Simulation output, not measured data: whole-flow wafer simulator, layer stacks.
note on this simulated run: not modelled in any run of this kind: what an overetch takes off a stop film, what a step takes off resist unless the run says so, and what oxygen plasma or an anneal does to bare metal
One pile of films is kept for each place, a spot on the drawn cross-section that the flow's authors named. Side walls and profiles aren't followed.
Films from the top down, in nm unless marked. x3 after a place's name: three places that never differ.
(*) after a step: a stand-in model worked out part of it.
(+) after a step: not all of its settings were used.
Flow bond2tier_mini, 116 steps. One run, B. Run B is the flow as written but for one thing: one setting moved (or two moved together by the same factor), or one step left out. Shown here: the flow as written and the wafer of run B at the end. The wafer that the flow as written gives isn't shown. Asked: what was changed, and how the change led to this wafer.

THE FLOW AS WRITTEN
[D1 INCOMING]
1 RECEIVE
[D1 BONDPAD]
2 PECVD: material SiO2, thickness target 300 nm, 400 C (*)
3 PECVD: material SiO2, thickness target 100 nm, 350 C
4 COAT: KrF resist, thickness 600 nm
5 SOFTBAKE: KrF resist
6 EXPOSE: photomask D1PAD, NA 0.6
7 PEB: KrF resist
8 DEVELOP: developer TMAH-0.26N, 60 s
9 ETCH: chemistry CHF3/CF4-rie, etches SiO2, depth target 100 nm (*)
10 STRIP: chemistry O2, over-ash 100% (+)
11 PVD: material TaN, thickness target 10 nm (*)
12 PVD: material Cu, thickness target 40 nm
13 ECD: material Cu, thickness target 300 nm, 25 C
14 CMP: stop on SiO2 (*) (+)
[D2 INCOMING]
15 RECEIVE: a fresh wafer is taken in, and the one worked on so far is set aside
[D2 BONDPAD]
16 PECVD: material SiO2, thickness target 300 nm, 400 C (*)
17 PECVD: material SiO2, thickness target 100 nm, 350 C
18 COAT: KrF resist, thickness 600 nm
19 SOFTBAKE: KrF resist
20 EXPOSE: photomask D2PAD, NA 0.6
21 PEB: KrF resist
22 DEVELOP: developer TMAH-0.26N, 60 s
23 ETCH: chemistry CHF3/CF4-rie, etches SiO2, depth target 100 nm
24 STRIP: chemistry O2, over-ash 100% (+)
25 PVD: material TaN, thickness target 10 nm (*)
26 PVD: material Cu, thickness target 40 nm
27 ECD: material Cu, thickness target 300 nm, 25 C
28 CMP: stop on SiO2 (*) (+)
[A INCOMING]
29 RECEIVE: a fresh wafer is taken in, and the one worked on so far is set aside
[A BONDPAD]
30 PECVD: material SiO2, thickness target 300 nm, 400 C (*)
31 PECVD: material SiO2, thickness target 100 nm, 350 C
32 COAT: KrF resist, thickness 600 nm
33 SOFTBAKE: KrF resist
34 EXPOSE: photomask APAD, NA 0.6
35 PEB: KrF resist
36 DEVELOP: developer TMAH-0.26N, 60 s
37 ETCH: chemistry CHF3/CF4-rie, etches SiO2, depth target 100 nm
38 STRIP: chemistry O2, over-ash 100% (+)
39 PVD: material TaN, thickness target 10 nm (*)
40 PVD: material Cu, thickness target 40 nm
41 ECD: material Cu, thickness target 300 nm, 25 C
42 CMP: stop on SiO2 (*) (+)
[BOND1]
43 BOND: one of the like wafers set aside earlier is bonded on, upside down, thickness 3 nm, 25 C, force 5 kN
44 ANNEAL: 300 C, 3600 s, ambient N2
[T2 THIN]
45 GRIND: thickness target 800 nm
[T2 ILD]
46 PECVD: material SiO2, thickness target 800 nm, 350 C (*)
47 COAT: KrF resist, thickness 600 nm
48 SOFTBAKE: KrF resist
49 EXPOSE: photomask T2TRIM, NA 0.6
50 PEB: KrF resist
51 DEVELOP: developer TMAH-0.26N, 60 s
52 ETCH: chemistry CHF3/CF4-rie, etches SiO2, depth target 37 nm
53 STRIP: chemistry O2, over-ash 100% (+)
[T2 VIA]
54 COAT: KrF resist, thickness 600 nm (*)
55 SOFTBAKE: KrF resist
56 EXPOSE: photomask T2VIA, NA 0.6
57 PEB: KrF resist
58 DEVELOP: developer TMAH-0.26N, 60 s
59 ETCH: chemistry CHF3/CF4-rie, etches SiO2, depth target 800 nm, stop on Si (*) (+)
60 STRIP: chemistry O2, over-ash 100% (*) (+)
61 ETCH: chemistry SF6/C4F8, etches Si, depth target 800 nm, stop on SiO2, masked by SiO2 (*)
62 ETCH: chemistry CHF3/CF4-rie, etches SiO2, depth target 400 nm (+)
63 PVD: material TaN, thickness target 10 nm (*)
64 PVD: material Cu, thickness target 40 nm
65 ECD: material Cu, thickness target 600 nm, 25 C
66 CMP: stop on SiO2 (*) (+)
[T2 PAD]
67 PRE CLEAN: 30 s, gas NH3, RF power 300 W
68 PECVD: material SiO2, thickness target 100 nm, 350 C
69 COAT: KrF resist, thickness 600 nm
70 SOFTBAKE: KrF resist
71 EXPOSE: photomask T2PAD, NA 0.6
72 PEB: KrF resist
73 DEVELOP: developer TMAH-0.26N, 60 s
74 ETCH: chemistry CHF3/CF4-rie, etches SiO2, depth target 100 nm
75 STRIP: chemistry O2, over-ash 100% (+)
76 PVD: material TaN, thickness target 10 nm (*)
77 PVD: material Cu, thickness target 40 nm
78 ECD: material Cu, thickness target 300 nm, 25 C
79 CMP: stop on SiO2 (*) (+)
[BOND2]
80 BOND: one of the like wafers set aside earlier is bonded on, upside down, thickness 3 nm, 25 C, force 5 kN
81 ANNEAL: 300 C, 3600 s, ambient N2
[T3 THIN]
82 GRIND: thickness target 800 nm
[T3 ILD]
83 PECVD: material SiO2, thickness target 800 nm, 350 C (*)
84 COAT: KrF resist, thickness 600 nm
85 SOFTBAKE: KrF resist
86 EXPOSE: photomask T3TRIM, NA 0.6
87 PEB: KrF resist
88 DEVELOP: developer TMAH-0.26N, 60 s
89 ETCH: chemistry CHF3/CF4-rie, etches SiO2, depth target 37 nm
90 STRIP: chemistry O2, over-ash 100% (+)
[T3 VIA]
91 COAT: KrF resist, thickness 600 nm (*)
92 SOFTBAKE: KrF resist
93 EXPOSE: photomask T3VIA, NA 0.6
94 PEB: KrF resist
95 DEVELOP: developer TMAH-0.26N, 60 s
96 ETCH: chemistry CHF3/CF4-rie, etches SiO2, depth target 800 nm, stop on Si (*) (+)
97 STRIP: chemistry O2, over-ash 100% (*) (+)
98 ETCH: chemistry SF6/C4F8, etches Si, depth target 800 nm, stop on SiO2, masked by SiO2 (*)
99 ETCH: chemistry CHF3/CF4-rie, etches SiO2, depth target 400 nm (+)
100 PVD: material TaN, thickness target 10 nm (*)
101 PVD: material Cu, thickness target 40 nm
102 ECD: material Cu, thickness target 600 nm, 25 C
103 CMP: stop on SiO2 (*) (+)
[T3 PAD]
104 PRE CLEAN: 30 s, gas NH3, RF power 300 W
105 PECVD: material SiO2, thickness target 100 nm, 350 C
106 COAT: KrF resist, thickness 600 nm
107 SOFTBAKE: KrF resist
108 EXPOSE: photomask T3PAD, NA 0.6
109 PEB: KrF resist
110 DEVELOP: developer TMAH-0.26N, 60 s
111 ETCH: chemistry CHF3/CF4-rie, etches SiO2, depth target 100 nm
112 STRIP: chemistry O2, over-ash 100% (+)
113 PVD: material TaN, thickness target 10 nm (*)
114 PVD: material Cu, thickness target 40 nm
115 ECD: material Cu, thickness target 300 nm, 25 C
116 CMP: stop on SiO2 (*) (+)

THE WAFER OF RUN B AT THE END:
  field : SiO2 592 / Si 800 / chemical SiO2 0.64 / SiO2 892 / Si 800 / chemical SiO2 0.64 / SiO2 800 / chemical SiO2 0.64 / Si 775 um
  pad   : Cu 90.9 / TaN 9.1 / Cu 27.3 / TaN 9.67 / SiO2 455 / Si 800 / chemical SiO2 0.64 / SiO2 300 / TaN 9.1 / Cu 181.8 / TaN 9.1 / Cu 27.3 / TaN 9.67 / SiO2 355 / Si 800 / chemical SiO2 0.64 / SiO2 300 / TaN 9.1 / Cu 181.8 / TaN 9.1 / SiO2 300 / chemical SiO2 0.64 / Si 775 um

The cause: step 99, ETCH: depth target 300 nm was run, where the flow has depth target 400 nm.

How the change led to this, step by step:
  99 ETCH: chemistry CHF3/CF4-rie, etches SiO2, depth target 400 nm (+)
      field, pad: SiO2 -300 (as written it would be: SiO2 -400)
